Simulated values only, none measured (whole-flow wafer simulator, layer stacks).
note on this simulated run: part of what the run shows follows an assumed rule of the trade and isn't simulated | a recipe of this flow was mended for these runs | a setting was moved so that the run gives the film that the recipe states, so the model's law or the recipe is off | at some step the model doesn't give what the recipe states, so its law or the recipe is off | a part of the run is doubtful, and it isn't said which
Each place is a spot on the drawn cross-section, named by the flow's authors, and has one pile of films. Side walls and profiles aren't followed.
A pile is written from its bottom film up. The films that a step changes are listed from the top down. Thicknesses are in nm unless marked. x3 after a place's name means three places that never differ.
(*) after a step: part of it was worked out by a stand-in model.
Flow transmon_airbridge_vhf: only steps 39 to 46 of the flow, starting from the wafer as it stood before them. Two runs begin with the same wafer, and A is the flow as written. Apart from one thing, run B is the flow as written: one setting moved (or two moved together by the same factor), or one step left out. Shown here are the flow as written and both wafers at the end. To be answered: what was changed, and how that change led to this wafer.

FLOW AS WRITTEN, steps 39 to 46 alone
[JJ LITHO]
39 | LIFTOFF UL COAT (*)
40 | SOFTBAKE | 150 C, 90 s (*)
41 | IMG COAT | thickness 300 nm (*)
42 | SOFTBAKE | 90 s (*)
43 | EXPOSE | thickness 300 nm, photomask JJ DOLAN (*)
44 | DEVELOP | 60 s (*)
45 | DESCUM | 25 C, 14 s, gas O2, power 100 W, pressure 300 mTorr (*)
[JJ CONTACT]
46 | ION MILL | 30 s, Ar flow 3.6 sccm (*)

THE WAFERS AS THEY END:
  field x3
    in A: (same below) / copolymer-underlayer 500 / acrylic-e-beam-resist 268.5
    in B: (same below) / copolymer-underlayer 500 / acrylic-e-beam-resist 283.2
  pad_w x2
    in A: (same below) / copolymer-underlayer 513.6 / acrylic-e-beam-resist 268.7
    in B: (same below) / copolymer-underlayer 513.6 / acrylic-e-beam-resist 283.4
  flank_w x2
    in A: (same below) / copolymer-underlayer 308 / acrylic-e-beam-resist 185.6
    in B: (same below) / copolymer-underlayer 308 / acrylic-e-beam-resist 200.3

What caused this: step 45, DESCUM: pressure 284 mTorr was run, while the flow as written has pressure 300 mTorr.

The path from the change to this, step by step:
  45 | DESCUM | 25 C, 14 s, gas O2, power 100 W, pressure 300 mTorr (*)
      field x3, ground_far x3, pad_w x2, flank_w x2, gap_w x2, cpw_trace, margin_s x2, bridge_strip: A -14.7 acrylic-e-beam-resist | B nothing
